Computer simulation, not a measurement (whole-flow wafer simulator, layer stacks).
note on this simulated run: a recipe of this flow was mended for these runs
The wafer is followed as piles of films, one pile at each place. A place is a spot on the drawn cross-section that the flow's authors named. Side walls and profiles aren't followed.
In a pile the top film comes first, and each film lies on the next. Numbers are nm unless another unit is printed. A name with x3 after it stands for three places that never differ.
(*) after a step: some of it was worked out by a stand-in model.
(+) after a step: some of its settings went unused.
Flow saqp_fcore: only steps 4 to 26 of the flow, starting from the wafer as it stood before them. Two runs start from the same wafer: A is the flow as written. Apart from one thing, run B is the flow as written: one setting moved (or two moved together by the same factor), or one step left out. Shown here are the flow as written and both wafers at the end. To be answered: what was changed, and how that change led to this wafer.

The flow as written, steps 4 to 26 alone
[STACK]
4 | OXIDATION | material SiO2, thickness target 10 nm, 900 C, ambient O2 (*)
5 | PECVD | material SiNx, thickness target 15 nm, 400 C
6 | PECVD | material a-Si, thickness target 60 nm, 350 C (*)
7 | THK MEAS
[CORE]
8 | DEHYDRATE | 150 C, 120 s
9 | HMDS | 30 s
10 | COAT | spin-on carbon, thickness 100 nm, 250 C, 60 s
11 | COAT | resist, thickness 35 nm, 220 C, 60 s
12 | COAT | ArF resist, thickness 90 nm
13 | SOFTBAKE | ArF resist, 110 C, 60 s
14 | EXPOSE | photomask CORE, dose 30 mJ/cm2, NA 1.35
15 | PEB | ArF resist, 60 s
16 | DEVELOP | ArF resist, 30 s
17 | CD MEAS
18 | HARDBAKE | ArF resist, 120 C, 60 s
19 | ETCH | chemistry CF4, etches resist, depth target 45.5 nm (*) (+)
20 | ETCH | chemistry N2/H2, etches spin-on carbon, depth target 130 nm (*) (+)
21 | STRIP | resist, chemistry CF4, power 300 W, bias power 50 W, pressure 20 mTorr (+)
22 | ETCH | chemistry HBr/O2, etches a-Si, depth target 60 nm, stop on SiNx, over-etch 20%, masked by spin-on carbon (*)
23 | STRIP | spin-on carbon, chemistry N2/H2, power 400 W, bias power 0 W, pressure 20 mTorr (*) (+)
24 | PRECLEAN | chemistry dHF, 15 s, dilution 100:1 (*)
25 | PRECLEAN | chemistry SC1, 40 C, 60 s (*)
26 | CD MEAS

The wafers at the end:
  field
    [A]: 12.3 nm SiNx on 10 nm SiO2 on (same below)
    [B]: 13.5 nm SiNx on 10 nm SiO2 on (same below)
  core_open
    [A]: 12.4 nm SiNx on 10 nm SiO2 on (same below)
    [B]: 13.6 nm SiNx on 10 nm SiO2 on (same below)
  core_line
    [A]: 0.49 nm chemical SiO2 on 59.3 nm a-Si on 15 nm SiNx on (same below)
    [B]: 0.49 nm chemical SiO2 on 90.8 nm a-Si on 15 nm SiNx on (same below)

The reason: step 6, PECVD: thickness target 91.5 nm was run, whereas the flow has thickness target 60 nm.

The path from the change to this, step by step:
  6 | PECVD | material a-Si, thickness target 60 nm, 350 C (*)
      field, core_open, core_line: A +60 a-Si (new film) | B +91.5 a-Si (new film)
  22 | ETCH | chemistry HBr/O2, etches a-Si, depth target 60 nm, stop on SiNx, over-etch 20%, masked by spin-on carbon (*)
      core_open: A -39.4 a-Si (all of it), -1.3 SiNx | B -70.9 a-Si (all of it)
      field: A -36.8 a-Si (all of it), -1.41 SiNx | B -68.3 a-Si (all of it), -0.15 SiNx
      (and at 1 other place as well)
  23 | STRIP | spin-on carbon, chemistry N2/H2, power 400 W, bias power 0 W, pressure 20 mTorr (*) (+)
      core_line: A -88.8 spin-on carbon (all of it) | B -83.8 spin-on carbon (all of it)
